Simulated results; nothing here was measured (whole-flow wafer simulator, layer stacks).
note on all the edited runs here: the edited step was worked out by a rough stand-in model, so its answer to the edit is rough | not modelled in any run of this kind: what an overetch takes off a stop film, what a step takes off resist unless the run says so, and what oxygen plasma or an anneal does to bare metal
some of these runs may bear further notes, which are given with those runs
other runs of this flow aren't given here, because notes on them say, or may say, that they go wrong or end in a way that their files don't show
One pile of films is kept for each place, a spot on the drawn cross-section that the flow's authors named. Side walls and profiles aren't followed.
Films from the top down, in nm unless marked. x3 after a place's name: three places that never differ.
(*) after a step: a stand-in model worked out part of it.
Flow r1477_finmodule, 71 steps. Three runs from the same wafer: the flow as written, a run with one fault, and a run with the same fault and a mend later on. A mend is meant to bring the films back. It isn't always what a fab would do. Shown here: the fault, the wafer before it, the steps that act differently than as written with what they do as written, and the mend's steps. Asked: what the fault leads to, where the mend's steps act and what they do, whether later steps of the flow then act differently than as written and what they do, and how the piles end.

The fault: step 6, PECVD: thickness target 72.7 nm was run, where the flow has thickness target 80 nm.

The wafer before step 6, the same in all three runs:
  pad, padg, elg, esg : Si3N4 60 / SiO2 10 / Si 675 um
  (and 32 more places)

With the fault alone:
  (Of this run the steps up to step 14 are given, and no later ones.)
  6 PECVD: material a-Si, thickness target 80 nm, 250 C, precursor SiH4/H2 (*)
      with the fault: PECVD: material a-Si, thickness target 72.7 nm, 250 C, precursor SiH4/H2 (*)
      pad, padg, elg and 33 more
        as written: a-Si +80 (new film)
        with the fault: a-Si +72.7 (new film)
  No later step of the flow up to step 14 acts differently than as written at any place that is followed.
  After step 14 the piles differ from the flow's by more than 2% or 0.5 nm, whichever is larger, at pad, padg, elg and 33 more.
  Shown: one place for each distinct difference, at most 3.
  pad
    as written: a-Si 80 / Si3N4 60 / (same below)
    with the fault: a-Si 72.7 / Si3N4 60 / (same below)
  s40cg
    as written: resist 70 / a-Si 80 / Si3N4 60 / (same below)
    with the fault: resist 70 / a-Si 72.7 / Si3N4 60 / (same below)

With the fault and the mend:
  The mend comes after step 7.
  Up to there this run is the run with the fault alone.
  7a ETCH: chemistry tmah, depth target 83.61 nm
      pad, padg, elg and 33 more
        a-Si -72.7 (all of it)
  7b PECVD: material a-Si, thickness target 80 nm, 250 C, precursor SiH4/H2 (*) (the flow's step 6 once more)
      pad, padg, elg and 33 more
        a-Si +80 (new film)
  No later step of the flow acts differently than as written at any place that is followed.
  At the end the piles are the same as the flow's at every place that both follow.
